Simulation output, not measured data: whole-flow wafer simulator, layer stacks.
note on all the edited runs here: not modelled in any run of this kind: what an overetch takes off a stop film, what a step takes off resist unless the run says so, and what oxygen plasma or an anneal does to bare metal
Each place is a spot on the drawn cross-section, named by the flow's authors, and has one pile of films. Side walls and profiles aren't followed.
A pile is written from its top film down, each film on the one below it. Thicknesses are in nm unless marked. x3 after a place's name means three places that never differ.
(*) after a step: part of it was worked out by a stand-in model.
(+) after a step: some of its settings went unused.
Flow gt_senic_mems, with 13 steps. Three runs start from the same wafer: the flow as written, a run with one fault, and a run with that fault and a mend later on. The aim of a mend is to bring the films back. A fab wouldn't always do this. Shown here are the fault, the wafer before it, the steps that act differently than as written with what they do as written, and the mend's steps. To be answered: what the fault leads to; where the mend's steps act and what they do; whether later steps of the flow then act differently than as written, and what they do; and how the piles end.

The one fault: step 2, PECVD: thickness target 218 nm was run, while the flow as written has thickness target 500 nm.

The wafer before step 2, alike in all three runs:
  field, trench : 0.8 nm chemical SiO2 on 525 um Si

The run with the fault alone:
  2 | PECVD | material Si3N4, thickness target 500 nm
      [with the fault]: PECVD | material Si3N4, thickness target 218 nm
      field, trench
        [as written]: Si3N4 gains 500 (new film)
        [with the fault]: Si3N4 gains 218 (new film)
  Later steps of the flow acting differently than as written (2 other steps are not shown; they differ only slightly, by no more than 2% or 0.5 nm, whichever is larger):
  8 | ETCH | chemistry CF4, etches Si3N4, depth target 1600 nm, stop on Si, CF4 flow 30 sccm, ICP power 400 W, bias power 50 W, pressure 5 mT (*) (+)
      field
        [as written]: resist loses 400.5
        [with the fault]: resist loses 212.5
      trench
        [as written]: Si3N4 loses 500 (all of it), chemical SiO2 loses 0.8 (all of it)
        [with the fault]: Si3N4 loses 218 (all of it), chemical SiO2 loses 0.8 (all of it)
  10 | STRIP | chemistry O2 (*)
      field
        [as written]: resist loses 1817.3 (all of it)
        [with the fault]: resist loses 2005.3 (all of it)
  At field, the piles at the end differ from the flow's by more than 2% or 0.5 nm, whichever is larger.
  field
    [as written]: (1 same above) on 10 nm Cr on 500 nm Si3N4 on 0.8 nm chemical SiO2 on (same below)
    [with the fault]: (1 same above) on 10 nm Cr on 218 nm Si3N4 on 0.8 nm chemical SiO2 on (same below)

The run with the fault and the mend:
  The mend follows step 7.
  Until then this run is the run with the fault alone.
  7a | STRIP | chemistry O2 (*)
      field
        resist loses 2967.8 (all of it)
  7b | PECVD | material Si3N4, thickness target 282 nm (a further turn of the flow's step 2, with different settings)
      field, trench
        Si3N4 gains 282
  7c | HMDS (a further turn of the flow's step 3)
      does not change any film at any place that is followed
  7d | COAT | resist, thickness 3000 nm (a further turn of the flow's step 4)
      field, trench
        resist gains 3000 (new film)
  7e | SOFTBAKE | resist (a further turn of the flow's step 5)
      does not change any film at any place that is followed
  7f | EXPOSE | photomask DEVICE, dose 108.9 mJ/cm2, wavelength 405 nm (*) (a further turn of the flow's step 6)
      does not change any film at any place that is followed
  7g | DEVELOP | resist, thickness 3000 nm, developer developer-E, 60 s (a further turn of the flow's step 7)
      field
        resist loses 32.2
      trench
        resist loses 3000 (all of it)
  None of the later steps of the flow acts differently than as written at any place that is followed.
  At every place that both follow, the piles at the end match the flow's.
